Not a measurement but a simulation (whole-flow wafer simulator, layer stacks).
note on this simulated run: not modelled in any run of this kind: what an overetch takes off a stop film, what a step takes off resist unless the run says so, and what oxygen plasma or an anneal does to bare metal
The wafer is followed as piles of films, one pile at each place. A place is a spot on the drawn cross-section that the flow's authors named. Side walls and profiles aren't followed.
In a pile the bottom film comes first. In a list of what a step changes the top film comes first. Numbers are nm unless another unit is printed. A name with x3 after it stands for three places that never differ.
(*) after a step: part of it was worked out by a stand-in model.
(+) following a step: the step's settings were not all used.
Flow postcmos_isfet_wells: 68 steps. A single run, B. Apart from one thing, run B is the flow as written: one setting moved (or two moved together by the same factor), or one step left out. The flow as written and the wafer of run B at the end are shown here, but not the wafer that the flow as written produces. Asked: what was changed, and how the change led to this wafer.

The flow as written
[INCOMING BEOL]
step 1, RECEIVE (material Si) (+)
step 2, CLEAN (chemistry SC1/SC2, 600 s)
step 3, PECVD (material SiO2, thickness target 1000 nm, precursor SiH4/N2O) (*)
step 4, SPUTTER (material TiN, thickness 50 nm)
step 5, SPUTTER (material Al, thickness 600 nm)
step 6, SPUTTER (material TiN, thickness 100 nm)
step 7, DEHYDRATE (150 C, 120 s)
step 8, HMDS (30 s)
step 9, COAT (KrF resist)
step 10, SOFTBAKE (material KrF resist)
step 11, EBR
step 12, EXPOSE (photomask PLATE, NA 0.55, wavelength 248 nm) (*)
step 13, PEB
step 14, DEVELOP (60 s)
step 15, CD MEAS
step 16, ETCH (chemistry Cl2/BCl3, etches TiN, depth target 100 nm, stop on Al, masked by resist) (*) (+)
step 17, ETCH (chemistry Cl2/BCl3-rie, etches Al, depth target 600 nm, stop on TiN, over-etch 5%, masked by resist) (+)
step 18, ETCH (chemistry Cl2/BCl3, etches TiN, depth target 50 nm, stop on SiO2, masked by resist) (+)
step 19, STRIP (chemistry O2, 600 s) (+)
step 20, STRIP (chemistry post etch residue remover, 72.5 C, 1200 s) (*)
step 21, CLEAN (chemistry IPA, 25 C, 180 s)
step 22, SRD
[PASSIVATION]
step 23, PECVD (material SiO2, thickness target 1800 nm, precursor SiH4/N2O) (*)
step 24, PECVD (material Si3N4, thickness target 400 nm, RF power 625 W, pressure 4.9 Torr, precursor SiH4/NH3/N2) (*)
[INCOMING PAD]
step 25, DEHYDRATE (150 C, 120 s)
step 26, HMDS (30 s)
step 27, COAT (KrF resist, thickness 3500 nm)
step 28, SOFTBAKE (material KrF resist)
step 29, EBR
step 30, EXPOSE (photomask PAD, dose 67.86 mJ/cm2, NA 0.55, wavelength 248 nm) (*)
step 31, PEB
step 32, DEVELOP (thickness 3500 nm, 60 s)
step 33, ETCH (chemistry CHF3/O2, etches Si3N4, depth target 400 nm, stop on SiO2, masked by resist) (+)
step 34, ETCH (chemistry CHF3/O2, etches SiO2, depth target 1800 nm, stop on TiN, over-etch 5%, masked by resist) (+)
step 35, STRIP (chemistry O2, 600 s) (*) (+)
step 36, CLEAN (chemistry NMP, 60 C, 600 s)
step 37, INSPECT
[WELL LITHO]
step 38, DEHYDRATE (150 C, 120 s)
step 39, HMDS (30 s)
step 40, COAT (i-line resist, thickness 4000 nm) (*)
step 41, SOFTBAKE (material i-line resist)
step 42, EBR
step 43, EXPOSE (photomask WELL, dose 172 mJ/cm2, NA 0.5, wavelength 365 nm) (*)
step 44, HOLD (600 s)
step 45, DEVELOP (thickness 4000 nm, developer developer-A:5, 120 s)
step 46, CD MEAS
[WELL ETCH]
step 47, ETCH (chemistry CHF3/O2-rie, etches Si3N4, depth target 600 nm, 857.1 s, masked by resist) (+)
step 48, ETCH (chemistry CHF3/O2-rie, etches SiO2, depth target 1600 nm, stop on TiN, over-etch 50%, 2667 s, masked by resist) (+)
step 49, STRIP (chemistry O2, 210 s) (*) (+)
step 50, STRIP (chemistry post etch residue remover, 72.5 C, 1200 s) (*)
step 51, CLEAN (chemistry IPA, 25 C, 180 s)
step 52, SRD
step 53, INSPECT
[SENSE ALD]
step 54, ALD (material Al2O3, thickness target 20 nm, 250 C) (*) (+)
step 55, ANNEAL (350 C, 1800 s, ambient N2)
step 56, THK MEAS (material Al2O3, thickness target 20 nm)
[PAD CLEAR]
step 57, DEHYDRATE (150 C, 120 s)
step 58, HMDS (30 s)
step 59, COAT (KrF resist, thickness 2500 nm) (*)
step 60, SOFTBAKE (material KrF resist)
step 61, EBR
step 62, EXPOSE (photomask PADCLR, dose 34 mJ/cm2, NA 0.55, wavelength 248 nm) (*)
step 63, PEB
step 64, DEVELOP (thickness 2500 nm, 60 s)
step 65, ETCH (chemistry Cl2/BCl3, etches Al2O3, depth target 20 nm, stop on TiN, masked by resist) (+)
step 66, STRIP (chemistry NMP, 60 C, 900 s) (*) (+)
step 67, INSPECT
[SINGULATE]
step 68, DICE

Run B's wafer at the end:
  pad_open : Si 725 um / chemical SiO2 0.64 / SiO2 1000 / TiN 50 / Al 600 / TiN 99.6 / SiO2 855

What caused this: step 34, ETCH: depth target 945 nm was run, while the flow as written has depth target 1800 nm.

How this came from the change, step by step:
  step 34, ETCH (chemistry CHF3/O2, etches SiO2, depth target 1800 nm, stop on TiN, over-etch 5%, masked by resist) (+)
      pad_open: SiO2 loses 945 (as written it would have been: SiO2 loses 1800 (all of it))
      field, margin, well900, well1300 x3, pad_rim, pad_clr: KrF resist loses 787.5 (as written it would have been: KrF resist loses 1500)
  step 35, STRIP (chemistry O2, 600 s) (*) (+)
      field, margin, well900, well1300 x3, pad_rim, pad_clr: KrF resist loses 2325.8 (all of it) (as written it would have been: KrF resist loses 1613.3 (all of it))
  step 40, COAT (i-line resist, thickness 4000 nm) (*)
      pad_clr: i-line resist gains 3530.5 (new film) (as written it would have been: i-line resist gains 3256.8 (new film))
      pad_open: i-line resist gains 4496 (new film) (as written it would have been: i-line resist gains 4804.7 (new film))
  step 41, SOFTBAKE (material i-line resist)
      pad_clr: i-line resist loses 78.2 (as written it would have been: i-line resist loses 156.7)
      pad_open: i-line resist gains 74.5 (as written it would have been: i-line resist gains 115.3)
  step 49, STRIP (chemistry O2, 210 s) (*) (+)
      pad_clr: i-line resist loses 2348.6 (all of it) (as written it would have been: i-line resist loses 1996.5 (all of it))
      pad_open: i-line resist loses 3466.9 (all of it) (as written it would have been: i-line resist loses 3816.3 (all of it))
  step 59, COAT (KrF resist, thickness 2500 nm) (*)
      pad_rim: KrF resist gains 2174.8 (new film) (as written it would have been: KrF resist gains 1976.4 (new film))
      pad_clr: KrF resist gains 1987.5 (new film) (as written it would have been: KrF resist gains 1691.6 (new film))
      (and at 1 other place as well)
  step 60, SOFTBAKE (material KrF resist)
      pad_clr: KrF resist loses 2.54 (as written it would have been: KrF resist loses 3.77)
  step 63, PEB
      pad_rim: KrF resist loses 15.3 (as written it would have been: KrF resist loses 13.9)
      pad_clr: KrF resist loses 14 (as written it would have been: KrF resist loses 11.8)
      (and at 1 other place as well)
  step 64, DEVELOP (thickness 2500 nm, 60 s)
      pad_clr: KrF resist loses 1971 (all of it) (as written it would have been: KrF resist loses 1676 (all of it))
      pad_open: KrF resist loses 2828 (all of it) (as written it would have been: KrF resist loses 3045.1 (all of it))
  step 66, STRIP (chemistry NMP, 60 C, 900 s) (*) (+)
      pad_rim: KrF resist loses 2120.4 (all of it) (as written it would have been: KrF resist loses 1923.7 (all of it))
